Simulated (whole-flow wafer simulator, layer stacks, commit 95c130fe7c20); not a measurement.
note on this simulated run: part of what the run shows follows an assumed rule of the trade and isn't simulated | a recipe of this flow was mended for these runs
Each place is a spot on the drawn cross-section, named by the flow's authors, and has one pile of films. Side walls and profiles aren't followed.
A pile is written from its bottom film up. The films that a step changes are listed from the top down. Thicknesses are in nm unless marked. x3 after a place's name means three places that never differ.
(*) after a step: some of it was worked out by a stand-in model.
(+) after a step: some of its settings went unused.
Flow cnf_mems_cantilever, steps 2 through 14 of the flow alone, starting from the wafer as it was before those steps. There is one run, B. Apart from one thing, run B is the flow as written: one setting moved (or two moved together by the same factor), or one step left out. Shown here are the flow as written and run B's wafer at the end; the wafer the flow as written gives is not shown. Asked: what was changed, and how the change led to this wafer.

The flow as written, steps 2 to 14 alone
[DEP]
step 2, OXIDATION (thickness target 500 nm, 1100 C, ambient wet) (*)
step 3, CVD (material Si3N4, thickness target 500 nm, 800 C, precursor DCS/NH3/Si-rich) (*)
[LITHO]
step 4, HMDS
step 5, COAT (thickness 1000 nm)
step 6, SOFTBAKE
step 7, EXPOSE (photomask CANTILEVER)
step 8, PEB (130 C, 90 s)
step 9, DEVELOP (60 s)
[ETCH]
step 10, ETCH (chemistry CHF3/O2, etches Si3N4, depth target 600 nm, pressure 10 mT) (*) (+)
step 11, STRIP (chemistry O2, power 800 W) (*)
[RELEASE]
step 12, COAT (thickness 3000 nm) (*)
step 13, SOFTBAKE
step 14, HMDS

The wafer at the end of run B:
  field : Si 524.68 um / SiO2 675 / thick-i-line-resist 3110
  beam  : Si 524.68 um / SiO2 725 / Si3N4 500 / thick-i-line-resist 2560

The reason: step 2, OXIDATION: thickness target 725 nm was run, while the flow as written has thickness target 500 nm.
The wafer lets one read it off: beam has SiO2 725, and step 2 as written asks for 500 nm.

Step by step, how the change led to this:
  step 2, OXIDATION (thickness target 500 nm, 1100 C, ambient wet) (*)
      field, beam: SiO2 gains 725 (new film), chemical SiO2 loses 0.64 (all of it), Si loses 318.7 (as written it would have been: SiO2 gains 500 (new film), chemical SiO2 loses 0.64 (all of it), Si loses 219.7)
